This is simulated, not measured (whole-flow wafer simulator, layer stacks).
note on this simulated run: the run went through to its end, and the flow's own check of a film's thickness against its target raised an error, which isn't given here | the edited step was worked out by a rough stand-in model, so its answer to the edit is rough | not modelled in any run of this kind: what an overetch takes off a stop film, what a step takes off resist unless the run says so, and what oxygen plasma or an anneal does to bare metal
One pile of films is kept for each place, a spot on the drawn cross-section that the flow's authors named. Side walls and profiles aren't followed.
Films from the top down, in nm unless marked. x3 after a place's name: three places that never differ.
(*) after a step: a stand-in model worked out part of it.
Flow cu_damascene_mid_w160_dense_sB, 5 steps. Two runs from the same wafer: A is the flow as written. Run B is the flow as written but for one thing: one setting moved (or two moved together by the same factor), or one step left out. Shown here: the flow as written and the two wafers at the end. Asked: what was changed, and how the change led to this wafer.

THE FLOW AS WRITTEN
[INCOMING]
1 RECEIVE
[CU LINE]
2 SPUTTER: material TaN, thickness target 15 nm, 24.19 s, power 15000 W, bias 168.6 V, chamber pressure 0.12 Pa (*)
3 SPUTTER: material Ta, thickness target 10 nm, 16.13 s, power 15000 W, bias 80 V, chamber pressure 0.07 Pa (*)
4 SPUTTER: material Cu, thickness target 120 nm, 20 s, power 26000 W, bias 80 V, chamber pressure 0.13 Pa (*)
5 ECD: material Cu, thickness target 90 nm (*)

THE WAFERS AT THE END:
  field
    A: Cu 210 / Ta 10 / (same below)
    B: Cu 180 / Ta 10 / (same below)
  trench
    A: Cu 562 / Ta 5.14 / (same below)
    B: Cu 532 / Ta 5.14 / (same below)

The cause: step 4, SPUTTER: thickness target 90 nm was run, where the flow has thickness target 120 nm; step 4, SPUTTER: 15 s was run, where the flow has 20 s.

How the change led to this, step by step:
  4 SPUTTER: material Cu, thickness target 120 nm, 20 s, power 26000 W, bias 80 V, chamber pressure 0.13 Pa (*)
      field: A Cu +120 (new film) | B Cu +90 (new film)
      trench: A Cu +62 (new film) | B Cu +46.5 (new film)
  5 ECD: material Cu, thickness target 90 nm (*)
      trench: A Cu +500 | B Cu +485.5
